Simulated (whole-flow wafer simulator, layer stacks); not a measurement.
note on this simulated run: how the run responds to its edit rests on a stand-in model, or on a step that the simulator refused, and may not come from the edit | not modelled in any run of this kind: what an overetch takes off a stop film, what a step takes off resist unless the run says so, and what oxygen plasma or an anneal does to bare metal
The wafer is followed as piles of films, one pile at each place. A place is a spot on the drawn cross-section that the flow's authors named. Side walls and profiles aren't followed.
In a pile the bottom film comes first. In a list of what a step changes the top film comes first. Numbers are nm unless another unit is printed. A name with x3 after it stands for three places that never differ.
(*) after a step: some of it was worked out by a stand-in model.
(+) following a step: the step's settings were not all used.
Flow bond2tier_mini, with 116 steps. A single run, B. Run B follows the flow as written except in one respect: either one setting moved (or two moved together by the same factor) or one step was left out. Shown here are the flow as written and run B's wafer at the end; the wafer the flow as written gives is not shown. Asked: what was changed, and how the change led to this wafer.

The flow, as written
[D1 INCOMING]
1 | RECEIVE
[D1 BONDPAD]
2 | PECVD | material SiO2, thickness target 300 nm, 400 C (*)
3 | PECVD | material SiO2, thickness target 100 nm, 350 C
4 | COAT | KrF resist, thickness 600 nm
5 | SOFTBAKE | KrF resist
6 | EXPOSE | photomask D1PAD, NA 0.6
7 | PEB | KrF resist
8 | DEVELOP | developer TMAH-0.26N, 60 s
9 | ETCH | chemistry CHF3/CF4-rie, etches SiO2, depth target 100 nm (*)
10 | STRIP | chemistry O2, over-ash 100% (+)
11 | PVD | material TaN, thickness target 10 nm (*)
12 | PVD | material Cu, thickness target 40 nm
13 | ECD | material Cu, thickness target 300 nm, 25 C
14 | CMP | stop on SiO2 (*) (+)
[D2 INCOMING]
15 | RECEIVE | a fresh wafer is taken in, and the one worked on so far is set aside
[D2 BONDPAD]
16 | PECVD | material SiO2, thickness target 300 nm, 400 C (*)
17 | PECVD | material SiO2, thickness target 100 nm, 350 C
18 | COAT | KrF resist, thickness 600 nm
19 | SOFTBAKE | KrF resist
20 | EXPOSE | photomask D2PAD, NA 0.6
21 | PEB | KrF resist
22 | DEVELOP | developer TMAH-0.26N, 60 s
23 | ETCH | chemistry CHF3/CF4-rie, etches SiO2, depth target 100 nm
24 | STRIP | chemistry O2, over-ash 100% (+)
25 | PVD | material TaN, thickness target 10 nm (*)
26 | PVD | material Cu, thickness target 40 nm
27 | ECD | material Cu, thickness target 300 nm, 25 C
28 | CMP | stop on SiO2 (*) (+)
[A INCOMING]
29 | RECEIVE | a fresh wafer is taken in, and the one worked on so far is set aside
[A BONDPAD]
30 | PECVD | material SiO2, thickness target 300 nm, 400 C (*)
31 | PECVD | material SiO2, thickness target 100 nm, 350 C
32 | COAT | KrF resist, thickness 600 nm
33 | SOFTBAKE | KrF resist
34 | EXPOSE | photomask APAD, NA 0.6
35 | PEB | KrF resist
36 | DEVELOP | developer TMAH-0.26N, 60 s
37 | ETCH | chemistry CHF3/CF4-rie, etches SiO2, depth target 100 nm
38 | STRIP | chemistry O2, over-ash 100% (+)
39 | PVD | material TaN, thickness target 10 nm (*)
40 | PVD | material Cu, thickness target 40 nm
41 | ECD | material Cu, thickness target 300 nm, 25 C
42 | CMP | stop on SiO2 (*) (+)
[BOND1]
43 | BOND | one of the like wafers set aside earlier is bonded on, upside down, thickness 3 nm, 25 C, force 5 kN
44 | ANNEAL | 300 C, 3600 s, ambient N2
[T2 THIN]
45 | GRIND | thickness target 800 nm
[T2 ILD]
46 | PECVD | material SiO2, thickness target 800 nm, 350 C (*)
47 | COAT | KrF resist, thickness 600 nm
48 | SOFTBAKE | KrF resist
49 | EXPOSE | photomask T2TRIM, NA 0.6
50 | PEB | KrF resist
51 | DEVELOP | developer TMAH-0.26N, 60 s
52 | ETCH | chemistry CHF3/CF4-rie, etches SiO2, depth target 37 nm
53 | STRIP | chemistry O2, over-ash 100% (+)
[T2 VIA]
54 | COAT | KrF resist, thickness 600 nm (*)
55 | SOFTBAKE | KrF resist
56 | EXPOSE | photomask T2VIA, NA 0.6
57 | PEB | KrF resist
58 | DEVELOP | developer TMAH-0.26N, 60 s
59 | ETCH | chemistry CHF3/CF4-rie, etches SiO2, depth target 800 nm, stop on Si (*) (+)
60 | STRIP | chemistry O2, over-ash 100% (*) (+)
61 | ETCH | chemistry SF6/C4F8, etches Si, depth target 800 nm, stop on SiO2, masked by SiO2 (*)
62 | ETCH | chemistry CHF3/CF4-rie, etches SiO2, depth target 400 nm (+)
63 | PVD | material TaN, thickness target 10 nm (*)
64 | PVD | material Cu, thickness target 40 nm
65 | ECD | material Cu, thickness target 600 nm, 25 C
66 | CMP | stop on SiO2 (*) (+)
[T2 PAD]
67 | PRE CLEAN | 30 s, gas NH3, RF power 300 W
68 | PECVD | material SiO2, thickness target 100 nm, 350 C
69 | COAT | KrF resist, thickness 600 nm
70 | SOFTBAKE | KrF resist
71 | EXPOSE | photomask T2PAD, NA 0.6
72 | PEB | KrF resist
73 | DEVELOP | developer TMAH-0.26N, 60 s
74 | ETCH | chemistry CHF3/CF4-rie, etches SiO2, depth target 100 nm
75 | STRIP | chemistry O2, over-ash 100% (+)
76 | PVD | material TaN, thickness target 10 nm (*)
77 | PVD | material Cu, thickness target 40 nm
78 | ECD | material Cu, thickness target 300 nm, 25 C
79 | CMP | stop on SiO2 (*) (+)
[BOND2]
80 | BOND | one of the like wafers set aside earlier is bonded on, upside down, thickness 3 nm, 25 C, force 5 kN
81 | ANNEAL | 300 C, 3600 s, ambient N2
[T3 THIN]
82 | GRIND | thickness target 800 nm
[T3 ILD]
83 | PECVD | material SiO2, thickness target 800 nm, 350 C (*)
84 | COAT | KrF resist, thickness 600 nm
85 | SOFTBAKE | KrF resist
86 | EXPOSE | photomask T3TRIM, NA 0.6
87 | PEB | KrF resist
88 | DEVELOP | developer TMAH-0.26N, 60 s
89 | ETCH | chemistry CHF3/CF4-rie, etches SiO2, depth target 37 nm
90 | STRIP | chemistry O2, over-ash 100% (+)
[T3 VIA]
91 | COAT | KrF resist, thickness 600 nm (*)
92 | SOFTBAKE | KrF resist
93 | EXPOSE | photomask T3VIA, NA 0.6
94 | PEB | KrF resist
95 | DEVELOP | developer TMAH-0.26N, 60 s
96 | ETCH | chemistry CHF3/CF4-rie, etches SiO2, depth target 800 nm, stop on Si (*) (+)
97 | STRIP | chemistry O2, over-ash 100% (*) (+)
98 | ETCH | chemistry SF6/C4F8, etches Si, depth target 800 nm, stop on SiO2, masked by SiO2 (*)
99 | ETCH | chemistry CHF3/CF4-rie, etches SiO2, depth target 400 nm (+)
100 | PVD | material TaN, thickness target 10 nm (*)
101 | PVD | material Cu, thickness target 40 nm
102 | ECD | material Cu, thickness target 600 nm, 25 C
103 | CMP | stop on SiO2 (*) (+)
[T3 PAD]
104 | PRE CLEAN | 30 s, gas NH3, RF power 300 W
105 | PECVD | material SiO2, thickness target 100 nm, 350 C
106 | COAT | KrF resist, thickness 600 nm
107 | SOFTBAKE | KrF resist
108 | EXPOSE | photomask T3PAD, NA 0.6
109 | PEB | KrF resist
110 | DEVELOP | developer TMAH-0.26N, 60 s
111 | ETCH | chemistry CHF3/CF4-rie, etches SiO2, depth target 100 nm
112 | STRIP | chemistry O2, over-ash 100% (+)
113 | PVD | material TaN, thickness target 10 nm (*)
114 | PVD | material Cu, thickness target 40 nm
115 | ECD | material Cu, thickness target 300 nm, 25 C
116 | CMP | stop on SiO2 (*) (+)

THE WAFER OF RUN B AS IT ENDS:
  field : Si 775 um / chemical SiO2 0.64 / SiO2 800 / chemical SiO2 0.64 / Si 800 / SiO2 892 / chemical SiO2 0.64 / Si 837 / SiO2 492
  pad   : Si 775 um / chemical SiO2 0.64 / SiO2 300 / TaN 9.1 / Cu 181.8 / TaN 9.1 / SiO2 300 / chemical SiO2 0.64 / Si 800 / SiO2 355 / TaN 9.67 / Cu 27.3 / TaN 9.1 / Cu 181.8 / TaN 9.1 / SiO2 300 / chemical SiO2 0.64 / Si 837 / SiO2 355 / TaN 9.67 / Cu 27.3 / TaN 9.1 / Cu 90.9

What caused this: step 82, GRIND: thickness target 837 nm was run, whereas the flow has thickness target 800 nm.
The wafer lets one read it off: field has Si 837, and step 82 as written asks for 800 nm.

How this came from the change, step by step:
  82 | GRIND | thickness target 800 nm
      field, pad: Si loses 774.16 um (it would be, as written: Si loses 774.2 um)
